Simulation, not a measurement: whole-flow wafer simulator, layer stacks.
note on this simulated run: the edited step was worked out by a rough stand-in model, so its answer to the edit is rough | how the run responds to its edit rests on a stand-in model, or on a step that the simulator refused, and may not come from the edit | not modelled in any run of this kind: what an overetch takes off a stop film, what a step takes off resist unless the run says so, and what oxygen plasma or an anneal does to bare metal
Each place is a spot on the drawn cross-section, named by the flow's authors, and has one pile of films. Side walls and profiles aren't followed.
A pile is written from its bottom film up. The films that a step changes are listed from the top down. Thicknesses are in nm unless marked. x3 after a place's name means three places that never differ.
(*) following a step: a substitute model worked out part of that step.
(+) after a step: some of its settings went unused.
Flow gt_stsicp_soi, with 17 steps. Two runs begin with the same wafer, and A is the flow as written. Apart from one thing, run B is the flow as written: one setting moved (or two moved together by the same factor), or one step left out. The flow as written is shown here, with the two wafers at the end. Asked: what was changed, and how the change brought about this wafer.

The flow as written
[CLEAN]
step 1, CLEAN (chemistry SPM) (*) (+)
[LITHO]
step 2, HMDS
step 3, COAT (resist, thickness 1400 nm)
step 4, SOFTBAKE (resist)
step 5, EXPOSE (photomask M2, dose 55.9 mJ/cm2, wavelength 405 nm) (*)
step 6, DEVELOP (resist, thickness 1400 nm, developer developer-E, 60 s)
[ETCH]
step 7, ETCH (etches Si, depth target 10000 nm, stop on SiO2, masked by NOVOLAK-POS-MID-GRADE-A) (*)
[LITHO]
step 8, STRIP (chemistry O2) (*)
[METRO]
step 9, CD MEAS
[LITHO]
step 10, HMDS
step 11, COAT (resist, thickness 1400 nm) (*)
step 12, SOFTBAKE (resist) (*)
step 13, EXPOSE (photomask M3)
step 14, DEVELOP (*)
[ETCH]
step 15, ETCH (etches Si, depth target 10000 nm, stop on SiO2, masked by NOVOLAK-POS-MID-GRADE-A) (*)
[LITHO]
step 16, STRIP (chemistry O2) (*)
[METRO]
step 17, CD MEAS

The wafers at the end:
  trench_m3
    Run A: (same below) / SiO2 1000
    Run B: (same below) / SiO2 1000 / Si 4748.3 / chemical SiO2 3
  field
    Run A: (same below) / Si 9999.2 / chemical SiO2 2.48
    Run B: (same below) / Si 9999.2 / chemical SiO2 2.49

Cause: step 15, ETCH: depth target 5250 nm was run, though the flow has depth target 10000 nm.

The path from the change to this, step by step:
  step 15, ETCH (etches Si, depth target 10000 nm, stop on SiO2, masked by NOVOLAK-POS-MID-GRADE-A) (*)
      trench_m3: A chemical SiO2 loses 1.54 (all of it), Si loses 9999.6 (all of it) | B chemical SiO2 loses 1.54 (all of it), Si loses 5250
      field, trench_m2: A resist loses 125 | B resist loses 65.6
  step 16, STRIP (chemistry O2) (*)
      trench_m3: A nothing | B chemical SiO2 gains 3 (new film), Si loses 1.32
      field: A resist loses 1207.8 (all of it), chemical SiO2 gains 0.94, Si loses 0.41 | B resist loses 1267.1 (all of it), chemical SiO2 gains 0.94, Si loses 0.42
